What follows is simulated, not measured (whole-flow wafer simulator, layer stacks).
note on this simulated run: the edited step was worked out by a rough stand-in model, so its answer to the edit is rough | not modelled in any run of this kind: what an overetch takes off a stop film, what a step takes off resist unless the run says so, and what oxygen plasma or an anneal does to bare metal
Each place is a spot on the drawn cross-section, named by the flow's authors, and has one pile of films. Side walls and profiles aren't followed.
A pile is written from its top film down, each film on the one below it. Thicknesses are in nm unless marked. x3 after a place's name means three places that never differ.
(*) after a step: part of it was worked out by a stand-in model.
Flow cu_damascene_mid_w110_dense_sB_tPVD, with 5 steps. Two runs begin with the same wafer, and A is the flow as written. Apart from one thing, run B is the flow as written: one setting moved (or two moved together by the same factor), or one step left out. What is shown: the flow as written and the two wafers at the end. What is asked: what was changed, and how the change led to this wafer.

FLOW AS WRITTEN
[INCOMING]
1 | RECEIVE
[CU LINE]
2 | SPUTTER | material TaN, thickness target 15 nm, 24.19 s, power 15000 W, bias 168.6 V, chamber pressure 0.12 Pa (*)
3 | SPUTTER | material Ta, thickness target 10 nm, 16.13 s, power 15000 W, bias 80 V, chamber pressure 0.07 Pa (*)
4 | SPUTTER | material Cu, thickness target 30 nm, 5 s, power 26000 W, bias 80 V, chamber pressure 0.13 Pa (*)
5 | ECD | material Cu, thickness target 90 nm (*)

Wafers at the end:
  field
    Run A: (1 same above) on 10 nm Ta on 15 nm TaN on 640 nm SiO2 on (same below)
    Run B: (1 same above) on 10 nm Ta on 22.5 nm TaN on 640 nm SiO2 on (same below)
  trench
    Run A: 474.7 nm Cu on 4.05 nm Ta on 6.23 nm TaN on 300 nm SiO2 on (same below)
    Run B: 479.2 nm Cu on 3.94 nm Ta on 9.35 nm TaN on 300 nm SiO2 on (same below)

The reason: step 2, SPUTTER: thickness target 22.5 nm was run, while the flow as written has thickness target 15 nm; step 2, SPUTTER: 36.29 s was run, where the flow has 24.19 s.
One can read it off the wafer: field has TaN 22.5, and step 2 as written asks for 15 nm.

How this came from the change, step by step:
  2 | SPUTTER | material TaN, thickness target 15 nm, 24.19 s, power 15000 W, bias 168.6 V, chamber pressure 0.12 Pa (*)
      field: A TaN gains 15 (new film) | B TaN gains 22.5 (new film)
      trench: A TaN gains 6.23 (new film) | B TaN gains 9.35 (new film)
